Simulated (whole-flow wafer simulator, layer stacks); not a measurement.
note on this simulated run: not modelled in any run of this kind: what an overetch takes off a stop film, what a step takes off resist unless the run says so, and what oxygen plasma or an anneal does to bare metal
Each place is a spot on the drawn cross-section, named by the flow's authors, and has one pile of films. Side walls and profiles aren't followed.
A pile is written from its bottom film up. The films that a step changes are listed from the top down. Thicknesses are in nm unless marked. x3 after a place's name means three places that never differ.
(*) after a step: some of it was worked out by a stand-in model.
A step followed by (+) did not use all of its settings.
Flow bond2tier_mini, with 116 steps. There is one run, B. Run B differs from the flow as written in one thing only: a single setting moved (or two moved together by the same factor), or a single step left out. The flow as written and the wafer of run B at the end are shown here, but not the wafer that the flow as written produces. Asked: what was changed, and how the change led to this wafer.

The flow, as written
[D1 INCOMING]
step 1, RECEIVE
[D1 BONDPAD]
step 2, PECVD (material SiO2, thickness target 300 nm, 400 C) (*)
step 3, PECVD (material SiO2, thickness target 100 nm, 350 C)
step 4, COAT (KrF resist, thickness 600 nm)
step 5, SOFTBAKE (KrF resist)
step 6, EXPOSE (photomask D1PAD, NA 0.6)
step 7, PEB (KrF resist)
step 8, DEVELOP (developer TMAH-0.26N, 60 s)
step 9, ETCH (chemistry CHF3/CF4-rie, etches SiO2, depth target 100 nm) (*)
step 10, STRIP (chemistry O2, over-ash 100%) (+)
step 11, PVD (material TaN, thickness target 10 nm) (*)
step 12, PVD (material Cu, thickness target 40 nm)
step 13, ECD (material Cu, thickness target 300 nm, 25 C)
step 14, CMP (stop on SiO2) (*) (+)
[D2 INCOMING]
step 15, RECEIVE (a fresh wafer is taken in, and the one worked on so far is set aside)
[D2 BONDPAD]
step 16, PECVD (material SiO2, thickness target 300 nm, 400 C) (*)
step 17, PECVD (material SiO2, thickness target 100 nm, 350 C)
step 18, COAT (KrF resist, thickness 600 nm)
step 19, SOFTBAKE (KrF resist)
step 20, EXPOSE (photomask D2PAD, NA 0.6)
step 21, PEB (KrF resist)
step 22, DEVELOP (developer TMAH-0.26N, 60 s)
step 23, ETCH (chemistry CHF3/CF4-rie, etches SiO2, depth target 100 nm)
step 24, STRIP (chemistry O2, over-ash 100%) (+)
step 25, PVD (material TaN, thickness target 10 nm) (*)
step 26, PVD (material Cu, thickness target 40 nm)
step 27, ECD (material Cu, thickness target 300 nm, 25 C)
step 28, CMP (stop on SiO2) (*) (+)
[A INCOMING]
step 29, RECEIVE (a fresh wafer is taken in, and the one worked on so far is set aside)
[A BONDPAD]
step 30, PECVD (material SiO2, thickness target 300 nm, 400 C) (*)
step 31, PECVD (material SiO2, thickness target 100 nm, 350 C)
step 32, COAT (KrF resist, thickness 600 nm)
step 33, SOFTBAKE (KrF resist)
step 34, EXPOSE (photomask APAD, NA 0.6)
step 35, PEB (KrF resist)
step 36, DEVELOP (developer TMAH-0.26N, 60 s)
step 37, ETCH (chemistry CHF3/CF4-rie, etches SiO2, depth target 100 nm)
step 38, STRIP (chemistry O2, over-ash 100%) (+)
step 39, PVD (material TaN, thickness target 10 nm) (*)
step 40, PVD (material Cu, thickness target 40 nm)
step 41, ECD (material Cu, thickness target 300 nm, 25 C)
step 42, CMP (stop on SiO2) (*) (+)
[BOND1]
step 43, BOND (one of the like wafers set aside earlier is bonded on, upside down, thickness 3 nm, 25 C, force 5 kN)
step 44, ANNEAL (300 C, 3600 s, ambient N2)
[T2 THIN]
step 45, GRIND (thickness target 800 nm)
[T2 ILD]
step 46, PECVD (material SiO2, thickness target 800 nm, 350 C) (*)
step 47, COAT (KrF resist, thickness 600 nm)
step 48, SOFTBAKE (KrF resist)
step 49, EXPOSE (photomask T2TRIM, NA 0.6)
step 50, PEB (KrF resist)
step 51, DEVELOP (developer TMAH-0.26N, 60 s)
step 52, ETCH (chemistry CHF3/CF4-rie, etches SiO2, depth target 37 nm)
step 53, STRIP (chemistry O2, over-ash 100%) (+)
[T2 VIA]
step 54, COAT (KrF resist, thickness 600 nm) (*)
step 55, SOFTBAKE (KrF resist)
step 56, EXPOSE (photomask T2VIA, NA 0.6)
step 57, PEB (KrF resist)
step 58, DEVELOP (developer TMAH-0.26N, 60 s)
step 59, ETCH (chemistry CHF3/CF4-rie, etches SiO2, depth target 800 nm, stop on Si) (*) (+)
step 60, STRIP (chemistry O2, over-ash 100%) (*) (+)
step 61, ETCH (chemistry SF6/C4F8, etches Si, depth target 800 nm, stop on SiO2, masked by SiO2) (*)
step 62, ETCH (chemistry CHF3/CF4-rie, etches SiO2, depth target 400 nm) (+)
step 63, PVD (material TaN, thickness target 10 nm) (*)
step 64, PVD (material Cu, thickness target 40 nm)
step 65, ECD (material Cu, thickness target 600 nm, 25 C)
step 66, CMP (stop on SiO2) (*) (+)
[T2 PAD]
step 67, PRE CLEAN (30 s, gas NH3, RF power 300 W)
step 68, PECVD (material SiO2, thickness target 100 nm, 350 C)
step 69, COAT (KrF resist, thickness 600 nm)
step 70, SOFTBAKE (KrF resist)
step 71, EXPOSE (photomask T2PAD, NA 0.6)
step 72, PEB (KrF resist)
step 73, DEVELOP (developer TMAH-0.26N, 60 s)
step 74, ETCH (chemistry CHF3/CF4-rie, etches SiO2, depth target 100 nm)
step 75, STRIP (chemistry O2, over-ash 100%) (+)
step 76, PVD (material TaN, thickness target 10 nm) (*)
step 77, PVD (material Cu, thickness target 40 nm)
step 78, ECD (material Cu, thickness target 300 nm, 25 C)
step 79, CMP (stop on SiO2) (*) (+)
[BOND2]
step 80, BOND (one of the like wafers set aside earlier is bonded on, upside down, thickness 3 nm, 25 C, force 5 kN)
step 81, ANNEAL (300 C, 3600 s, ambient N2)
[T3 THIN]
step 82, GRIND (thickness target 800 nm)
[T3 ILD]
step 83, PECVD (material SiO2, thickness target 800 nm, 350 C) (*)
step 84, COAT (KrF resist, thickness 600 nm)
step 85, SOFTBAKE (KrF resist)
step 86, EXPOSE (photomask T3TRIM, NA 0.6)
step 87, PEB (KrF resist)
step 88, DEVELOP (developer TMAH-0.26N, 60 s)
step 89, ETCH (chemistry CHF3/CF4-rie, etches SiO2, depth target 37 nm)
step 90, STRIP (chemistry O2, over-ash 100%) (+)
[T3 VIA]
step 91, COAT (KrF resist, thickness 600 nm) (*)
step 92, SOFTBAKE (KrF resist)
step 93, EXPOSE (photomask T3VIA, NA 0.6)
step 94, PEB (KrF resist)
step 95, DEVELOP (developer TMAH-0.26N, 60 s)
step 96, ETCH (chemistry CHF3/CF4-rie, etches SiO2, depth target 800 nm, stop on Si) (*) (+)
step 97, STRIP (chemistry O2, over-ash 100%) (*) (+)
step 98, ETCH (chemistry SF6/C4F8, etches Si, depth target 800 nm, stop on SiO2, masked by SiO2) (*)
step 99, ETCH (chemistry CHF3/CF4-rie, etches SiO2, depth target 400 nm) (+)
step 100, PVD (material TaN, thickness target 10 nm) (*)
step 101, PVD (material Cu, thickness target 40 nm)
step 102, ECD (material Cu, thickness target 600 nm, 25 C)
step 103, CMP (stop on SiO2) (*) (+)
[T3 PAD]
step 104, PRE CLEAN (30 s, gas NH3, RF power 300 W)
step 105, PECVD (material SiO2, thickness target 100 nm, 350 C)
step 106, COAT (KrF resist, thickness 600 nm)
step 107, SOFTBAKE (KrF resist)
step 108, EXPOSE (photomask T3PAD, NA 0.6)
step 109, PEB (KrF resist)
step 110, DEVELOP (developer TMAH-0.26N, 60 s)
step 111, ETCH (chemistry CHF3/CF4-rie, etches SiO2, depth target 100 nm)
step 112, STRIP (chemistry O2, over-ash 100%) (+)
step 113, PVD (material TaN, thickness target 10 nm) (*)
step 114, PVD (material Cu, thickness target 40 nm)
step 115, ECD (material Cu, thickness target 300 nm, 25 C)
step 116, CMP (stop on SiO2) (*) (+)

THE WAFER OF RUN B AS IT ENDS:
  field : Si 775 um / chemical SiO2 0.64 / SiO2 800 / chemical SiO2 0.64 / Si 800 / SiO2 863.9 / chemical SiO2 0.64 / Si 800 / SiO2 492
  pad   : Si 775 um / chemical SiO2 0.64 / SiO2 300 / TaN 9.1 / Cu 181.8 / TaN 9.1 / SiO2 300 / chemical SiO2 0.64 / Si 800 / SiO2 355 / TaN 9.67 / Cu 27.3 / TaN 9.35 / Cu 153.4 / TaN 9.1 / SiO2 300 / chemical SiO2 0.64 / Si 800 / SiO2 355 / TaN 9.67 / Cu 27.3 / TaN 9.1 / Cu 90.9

Cause: step 68, PECVD: thickness target 71.9 nm was run, whereas the flow has thickness target 100 nm; step 74, ETCH: depth target 71.9 nm was run, where the flow has depth target 100 nm.

The path from the change to this, step by step:
  step 68, PECVD (material SiO2, thickness target 100 nm, 350 C)
      field: +71.9 SiO2 (as written it would have been: +100 SiO2)
      pad: +71.9 SiO2 (new film) (as written it would have been: +100 SiO2 (new film))
  step 74, ETCH (chemistry CHF3/CF4-rie, etches SiO2, depth target 100 nm)
      field: -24 KrF resist (as written it would have been: -33.3 KrF resist)
      pad: -71.9 SiO2 (all of it) (as written it would have been: -100 SiO2 (all of it))
  step 77, PVD (material Cu, thickness target 40 nm)
      pad: +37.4 Cu (new film) (as written it would have been: +36.4 Cu (new film))
  step 78, ECD (material Cu, thickness target 300 nm, 25 C)
      pad: +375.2 Cu (as written it would have been: +404.5 Cu)
